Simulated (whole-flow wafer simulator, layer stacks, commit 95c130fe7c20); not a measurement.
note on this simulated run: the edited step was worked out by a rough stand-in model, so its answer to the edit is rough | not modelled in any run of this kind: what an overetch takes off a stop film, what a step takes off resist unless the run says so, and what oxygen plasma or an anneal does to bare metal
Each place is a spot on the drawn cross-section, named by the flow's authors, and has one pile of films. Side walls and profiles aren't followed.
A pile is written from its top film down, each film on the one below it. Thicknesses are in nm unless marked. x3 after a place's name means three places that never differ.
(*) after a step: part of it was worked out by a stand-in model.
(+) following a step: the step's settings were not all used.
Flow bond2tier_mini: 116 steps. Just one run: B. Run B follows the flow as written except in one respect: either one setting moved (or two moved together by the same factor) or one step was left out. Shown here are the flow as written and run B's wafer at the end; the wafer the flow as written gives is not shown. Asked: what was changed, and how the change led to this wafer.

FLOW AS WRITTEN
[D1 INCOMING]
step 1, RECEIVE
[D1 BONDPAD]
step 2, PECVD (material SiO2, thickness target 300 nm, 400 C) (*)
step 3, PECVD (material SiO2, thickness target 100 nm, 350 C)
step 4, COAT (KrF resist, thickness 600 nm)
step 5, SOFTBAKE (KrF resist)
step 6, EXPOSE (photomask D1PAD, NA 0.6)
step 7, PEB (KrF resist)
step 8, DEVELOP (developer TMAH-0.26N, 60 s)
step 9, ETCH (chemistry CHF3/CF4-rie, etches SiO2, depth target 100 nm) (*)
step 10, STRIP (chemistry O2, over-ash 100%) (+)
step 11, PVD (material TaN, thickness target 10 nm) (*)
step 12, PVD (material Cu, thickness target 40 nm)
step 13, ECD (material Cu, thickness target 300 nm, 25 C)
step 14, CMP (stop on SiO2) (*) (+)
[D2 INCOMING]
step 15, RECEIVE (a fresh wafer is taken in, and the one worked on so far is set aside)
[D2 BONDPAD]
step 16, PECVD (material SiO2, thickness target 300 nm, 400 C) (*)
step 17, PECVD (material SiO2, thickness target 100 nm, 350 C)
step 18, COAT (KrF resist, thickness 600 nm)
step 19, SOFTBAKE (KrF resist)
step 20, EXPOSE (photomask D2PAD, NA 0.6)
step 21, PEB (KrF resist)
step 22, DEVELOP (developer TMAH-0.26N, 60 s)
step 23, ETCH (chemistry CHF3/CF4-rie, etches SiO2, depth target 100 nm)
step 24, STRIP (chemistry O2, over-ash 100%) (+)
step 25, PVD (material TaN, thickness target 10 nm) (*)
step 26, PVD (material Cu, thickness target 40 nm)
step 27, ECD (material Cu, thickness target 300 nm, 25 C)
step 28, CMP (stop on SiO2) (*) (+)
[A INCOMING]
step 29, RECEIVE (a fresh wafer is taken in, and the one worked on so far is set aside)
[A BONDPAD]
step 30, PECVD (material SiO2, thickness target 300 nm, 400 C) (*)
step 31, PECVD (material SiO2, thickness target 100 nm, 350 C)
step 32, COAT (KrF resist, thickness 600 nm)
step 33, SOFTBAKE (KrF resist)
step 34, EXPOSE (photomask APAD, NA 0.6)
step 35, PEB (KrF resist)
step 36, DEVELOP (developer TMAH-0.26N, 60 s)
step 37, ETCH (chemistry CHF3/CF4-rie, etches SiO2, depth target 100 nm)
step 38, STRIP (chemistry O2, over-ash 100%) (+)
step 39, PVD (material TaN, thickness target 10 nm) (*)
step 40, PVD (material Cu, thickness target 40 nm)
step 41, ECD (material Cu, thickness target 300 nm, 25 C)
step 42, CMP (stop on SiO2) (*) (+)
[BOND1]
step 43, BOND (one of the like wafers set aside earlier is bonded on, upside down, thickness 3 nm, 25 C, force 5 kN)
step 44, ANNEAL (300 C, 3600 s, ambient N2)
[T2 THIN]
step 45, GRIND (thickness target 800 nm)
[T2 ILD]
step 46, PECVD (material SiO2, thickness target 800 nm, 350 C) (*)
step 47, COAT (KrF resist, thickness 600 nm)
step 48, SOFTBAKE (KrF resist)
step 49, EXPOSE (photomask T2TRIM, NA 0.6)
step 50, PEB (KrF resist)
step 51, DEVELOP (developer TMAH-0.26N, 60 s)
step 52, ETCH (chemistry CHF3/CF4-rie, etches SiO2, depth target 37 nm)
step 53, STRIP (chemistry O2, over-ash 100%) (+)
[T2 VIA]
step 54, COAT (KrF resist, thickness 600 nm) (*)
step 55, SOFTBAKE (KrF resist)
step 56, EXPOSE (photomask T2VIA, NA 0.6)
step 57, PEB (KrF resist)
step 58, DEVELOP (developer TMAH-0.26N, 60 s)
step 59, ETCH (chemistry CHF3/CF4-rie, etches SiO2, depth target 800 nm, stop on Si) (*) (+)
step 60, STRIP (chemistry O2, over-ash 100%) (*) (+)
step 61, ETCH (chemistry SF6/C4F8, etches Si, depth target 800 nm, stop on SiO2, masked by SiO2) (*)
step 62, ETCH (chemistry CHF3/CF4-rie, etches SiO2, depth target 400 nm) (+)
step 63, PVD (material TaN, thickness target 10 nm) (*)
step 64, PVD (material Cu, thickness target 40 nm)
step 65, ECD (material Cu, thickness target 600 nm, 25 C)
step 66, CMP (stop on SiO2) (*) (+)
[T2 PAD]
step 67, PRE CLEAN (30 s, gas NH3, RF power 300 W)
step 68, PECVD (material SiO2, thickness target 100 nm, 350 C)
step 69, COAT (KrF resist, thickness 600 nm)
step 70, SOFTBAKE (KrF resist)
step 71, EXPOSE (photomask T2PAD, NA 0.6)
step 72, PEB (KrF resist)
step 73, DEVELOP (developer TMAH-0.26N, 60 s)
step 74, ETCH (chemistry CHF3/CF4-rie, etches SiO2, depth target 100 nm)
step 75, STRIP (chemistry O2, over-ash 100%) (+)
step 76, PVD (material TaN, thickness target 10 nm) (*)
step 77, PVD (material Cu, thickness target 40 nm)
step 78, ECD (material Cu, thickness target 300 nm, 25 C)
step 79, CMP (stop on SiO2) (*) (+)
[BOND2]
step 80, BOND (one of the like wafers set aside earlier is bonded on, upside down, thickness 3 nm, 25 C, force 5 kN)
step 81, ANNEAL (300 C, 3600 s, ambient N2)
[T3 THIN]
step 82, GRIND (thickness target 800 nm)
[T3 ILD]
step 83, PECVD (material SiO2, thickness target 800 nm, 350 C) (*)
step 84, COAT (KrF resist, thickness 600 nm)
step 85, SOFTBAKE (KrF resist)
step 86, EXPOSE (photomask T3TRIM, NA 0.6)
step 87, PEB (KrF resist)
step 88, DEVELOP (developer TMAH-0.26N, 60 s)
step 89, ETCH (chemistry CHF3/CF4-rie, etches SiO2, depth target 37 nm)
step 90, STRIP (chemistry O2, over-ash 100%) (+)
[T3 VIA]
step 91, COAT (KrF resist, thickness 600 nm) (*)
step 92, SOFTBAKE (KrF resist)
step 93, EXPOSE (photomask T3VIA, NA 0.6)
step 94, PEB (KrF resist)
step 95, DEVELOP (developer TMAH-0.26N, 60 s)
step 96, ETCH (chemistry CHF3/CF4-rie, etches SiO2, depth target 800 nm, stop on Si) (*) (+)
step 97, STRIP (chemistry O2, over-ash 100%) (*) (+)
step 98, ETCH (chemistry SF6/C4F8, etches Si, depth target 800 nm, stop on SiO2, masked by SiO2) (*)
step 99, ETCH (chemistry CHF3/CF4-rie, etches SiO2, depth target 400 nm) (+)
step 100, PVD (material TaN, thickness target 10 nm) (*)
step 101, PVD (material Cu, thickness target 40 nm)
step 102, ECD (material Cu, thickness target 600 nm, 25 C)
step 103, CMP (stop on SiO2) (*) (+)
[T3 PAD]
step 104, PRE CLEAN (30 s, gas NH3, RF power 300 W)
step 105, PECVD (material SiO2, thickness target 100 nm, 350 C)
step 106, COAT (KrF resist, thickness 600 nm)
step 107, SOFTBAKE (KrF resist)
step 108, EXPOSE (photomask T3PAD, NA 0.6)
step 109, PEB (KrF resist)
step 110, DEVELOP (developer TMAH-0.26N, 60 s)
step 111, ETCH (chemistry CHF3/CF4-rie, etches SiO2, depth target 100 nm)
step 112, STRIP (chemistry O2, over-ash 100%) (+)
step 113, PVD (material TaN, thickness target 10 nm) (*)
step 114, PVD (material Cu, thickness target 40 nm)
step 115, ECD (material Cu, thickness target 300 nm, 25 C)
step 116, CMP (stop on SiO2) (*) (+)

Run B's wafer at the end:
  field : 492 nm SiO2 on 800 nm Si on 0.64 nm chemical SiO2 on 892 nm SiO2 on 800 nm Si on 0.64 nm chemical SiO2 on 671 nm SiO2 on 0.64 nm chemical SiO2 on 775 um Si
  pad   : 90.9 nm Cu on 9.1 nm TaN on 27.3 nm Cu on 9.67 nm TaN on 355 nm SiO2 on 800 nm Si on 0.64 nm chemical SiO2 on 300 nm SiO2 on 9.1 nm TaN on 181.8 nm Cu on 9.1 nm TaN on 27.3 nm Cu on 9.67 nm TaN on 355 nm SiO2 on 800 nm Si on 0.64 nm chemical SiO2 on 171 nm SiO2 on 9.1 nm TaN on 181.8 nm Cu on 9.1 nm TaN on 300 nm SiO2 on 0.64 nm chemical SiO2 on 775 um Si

Cause: step 2, PECVD: thickness target 171 nm was run, while the flow as written has thickness target 300 nm.
The wafer lets one read it off: pad has SiO2 171, and step 2 as written asks for 300 nm.

How this came from the change, step by step:
  step 2, PECVD (material SiO2, thickness target 300 nm, 400 C) (*)
      field, pad, via: +171 SiO2 (new film) (in the flow as written it would be: +300 SiO2 (new film))
  step 43, BOND (one of the like wafers set aside earlier is bonded on, upside down, thickness 3 nm, 25 C, force 5 kN)
      field: +775 um Si (new film), +0.64 chemical SiO2 (new film), +271 SiO2 (in the flow as written it would be: +775 um Si (new film), +0.64 chemical SiO2 (new film), +400 SiO2)
      pad: +775 um Si (new film), +0.64 chemical SiO2 (new film), +171 SiO2 (new film), +9.1 TaN (new film), +90.9 Cu (in the flow as written it would be: +775 um Si (new film), +0.64 chemical SiO2 (new film), +300 SiO2 (new film), +9.1 TaN (new film), +90.9 Cu)
      (as well as at 1 more place)
